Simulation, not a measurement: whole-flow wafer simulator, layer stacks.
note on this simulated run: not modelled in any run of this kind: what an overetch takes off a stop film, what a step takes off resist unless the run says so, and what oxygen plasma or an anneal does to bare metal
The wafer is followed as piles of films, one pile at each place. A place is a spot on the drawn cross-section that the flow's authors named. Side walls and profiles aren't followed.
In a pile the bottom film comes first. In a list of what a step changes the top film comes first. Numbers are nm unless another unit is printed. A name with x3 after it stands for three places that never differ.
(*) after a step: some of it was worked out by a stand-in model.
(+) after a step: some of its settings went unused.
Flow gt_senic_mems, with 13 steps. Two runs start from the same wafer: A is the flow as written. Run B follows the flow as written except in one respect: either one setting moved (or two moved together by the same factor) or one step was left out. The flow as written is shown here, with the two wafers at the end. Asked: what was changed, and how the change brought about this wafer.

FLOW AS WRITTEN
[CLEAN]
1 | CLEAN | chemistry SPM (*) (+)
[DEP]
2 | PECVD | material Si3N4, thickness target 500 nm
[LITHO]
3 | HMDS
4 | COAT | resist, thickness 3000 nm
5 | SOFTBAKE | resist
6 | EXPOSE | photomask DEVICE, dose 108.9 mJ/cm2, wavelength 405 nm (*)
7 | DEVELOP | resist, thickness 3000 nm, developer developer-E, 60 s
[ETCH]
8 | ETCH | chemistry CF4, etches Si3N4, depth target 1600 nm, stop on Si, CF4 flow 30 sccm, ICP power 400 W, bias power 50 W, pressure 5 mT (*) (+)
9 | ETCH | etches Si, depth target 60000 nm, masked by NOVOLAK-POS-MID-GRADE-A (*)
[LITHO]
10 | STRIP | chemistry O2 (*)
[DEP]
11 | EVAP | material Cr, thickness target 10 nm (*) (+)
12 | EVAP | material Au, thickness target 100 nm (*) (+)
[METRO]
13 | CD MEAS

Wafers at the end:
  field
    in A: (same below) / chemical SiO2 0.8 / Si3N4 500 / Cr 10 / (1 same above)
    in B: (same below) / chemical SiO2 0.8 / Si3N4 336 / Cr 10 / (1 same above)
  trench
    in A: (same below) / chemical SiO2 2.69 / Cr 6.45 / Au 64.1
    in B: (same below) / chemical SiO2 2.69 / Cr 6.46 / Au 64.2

The reason: step 2, PECVD: thickness target 336 nm was run, while the flow as written has thickness target 500 nm.
The wafer itself shows it: field has Si3N4 336, and step 2 as written asks for 500 nm.

The path from the change to this, step by step:
  2 | PECVD | material Si3N4, thickness target 500 nm
      field, trench: A +500 Si3N4 (new film) | B +336 Si3N4 (new film)
  8 | ETCH | chemistry CF4, etches Si3N4, depth target 1600 nm, stop on Si, CF4 flow 30 sccm, ICP power 400 W, bias power 50 W, pressure 5 mT (*) (+)
      field: A -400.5 resist | B -291.2 resist
      trench: A -500 Si3N4 (all of it), -0.8 chemical SiO2 (all of it) | B -336 Si3N4 (all of it), -0.8 chemical SiO2 (all of it)
  10 | STRIP | chemistry O2 (*)
      field: A -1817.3 resist (all of it) | B -1926.6 resist (all of it)
